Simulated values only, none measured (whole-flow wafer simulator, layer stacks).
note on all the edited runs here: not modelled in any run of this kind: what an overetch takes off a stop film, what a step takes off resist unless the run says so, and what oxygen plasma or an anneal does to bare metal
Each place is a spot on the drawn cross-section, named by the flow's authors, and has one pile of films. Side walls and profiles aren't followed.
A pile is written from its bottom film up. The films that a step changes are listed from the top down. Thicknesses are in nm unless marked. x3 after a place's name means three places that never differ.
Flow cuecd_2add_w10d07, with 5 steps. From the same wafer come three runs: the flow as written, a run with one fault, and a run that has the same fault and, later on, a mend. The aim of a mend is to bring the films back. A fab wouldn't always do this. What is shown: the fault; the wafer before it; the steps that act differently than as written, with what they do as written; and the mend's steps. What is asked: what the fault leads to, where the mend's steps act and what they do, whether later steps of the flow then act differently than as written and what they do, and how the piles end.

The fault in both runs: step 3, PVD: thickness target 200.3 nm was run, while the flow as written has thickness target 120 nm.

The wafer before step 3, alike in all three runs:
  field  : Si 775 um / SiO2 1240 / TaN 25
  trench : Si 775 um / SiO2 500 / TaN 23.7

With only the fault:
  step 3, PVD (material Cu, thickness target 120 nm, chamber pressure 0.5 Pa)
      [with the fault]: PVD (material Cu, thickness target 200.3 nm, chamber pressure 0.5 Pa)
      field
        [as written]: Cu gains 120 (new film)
        [with the fault]: Cu gains 200.3 (new film)
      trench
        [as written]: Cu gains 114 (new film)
        [with the fault]: Cu gains 190.6 (new film)
  Later steps of the flow that are run all act as written at every place that is followed.
  The piles end different from the flow's at field, trench by more than 2% or 0.5 nm, whichever is larger.
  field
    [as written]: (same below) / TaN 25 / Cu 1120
    [with the fault]: (same below) / TaN 25 / Cu 1200.3
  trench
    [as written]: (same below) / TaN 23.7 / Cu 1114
    [with the fault]: (same below) / TaN 23.7 / Cu 1190.6

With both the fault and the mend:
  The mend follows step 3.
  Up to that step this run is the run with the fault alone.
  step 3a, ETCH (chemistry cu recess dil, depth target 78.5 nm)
      field, trench
        Cu loses 78.5
  Later steps of the flow that are run all act as written at every place that is followed.
  At the end the piles are close to the flow's at the places that both follow, differing by at most 2% or 0.5 nm, whichever is larger.
